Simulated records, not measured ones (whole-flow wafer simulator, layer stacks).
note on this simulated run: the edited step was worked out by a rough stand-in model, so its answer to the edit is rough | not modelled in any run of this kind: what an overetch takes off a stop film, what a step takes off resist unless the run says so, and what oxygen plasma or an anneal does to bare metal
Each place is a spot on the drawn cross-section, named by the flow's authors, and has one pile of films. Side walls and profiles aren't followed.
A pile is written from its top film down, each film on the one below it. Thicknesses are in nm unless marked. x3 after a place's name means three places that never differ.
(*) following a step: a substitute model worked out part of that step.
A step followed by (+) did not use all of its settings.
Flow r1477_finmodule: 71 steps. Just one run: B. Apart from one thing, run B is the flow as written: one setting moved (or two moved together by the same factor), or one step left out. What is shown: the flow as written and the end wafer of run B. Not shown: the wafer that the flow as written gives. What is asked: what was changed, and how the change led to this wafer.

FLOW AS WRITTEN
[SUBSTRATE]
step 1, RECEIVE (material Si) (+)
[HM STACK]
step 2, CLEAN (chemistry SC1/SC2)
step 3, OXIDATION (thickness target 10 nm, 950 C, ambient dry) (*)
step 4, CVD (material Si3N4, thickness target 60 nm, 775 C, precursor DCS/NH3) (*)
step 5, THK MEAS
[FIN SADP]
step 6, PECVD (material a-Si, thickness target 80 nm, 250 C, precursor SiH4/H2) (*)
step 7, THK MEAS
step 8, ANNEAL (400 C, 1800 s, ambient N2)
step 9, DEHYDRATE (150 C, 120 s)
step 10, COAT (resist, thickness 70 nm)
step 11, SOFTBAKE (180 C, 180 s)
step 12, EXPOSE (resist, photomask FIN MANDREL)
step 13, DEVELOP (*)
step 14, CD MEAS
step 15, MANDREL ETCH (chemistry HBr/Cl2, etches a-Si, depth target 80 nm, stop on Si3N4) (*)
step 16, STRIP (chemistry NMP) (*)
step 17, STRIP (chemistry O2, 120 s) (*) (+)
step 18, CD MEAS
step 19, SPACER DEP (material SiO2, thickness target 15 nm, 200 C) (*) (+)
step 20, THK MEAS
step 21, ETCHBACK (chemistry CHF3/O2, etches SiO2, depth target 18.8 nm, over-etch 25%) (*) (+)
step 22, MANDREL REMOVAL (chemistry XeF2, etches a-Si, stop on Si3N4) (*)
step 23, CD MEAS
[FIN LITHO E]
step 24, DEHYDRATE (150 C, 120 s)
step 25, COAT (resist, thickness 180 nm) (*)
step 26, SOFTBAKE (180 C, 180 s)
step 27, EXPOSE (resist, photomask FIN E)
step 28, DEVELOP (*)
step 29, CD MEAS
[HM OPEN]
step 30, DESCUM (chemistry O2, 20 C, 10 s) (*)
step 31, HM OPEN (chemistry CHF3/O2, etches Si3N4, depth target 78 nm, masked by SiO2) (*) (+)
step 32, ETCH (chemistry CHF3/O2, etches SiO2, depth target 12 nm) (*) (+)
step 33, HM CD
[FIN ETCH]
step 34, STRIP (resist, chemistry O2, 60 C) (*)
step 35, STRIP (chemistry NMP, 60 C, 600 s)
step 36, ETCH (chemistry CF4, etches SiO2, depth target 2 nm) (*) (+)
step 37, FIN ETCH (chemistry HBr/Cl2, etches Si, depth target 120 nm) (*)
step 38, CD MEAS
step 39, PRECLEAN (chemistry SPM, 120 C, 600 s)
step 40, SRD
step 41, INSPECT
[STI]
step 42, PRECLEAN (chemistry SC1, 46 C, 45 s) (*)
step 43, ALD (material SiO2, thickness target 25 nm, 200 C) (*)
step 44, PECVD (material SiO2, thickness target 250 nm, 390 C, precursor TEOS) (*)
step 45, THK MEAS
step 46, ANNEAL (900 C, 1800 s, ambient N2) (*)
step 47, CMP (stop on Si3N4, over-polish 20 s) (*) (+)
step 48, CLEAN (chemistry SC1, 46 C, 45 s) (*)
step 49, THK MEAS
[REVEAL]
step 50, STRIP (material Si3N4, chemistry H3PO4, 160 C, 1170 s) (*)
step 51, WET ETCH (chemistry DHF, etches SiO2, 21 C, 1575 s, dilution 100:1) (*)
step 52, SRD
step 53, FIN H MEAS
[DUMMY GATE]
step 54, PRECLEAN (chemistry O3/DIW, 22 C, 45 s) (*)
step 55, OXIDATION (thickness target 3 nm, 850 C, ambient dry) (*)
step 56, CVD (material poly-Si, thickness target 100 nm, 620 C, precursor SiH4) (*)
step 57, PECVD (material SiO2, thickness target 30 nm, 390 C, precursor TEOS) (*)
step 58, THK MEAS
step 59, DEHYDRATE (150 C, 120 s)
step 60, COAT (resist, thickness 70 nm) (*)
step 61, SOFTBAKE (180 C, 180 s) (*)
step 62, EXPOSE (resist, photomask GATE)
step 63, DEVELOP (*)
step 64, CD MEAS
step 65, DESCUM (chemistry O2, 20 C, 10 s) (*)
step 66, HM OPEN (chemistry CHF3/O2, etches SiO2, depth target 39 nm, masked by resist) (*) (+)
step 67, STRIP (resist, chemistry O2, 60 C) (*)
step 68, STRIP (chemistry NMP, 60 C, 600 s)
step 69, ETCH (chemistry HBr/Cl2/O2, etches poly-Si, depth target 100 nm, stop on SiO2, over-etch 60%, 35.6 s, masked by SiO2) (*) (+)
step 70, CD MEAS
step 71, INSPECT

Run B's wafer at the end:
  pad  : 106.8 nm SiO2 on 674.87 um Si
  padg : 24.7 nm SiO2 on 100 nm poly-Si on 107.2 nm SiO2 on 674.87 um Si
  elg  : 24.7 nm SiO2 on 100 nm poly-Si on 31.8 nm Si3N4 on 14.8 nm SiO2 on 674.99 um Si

What caused this: step 3, OXIDATION: thickness target 14.8 nm was run, whereas the flow has thickness target 10 nm.
The wafer lets one read it off: elg has SiO2 14.8, and step 3 as written asks for 10 nm.

How this came from the change, step by step:
  step 3, OXIDATION (thickness target 10 nm, 950 C, ambient dry) (*)
      pad, padg, elg and 33 more: +14.8 SiO2 (new film), -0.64 chemical SiO2 (all of it), -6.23 Si (in the flow as written it would be: +10 SiO2 (new film), -0.64 chemical SiO2 (all of it), -4.12 Si)
  step 31, HM OPEN (chemistry CHF3/O2, etches Si3N4, depth target 78 nm, masked by SiO2) (*) (+)
      pad, padg, esg and 13 more: -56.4 Si3N4 (all of it), -10.8 SiO2 (in the flow as written it would be: -56.4 Si3N4 (all of it), -10 SiO2 (all of it))
  step 32, ETCH (chemistry CHF3/O2, etches SiO2, depth target 12 nm) (*) (+)
      pad, padg, e40sg and 11 more: -3.99 SiO2 (all of it), -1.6 Si (in the flow as written it would be: -2.4 Si)
      esg, eso: -3.99 SiO2 (all of it), -1.6 Si (in the flow as written it would be: -1.77 Si)
      (and at 6 other places as well)
  step 43, ALD (material SiO2, thickness target 25 nm, 200 C) (*)
      esg: +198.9 SiO2 (new film) (in the flow as written it would be: +194.3 SiO2 (new film))
  step 47, CMP (stop on Si3N4, over-polish 20 s) (*) (+)
      pad, padg, e40sg and 11 more: -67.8 SiO2 (in the flow as written it would be: -71.8 SiO2)
      eso: -67.8 SiO2 (in the flow as written it would be: -72.4 SiO2)
  step 51, WET ETCH (chemistry DHF, etches SiO2, 21 C, 1575 s, dilution 100:1) (*)
      s40sg_line, s45sg_line, s50sg_line, s40so_line, s45so_line, s50so_line: -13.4 SiO2 (all of it) (in the flow as written it would be: -8.63 SiO2 (all of it))
  step 56, CVD (material poly-Si, thickness target 100 nm, 620 C, precursor SiH4) (*)
      s40cg, s40co: +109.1 poly-Si (new film) (in the flow as written it would be: +113.9 poly-Si (new film))
      s45cg, s45co: +108.6 poly-Si (new film) (in the flow as written it would be: +113.4 poly-Si (new film))
      (and at 2 other places as well)
  step 60, COAT (resist, thickness 70 nm) (*)
      s40sg, s40so: +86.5 resist (new film) (in the flow as written it would be: +91 resist (new film))
      s45sg, s45so: +86.4 resist (new film) (in the flow as written it would be: +91 resist (new film))
      (and at 2 other places as well)
  step 63, DEVELOP (*)
      s40so: -86.5 resist (all of it) (in the flow as written it would be: -91 resist (all of it))
      s45so: -86.4 resist (all of it) (in the flow as written it would be: -91 resist (all of it))
      (and at 1 other place as well)
  step 67, STRIP (resist, chemistry O2, 60 C) (*)
      s40sg, s45sg: -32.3 resist (all of it) (in the flow as written it would be: -36.9 resist (all of it))
      s50sg: -32.1 resist (all of it) (in the flow as written it would be: -36.8 resist (all of it))
  step 69, ETCH (chemistry HBr/Cl2/O2, etches poly-Si, depth target 100 nm, stop on SiO2, over-etch 60%, 35.6 s, masked by SiO2) (*) (+)
      s40co: -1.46 chemical SiO2 (all of it), -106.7 poly-Si (all of it), -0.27 SiO2 (in the flow as written it would be: -1.46 chemical SiO2 (all of it), -111.5 poly-Si (all of it), -0.24 SiO2)
      s45co: -1.46 chemical SiO2 (all of it), -106.1 poly-Si (all of it), -0.27 SiO2 (in the flow as written it would be: -1.46 chemical SiO2 (all of it), -110.9 poly-Si (all of it), -0.25 SiO2)
      (and at 1 other place as well)
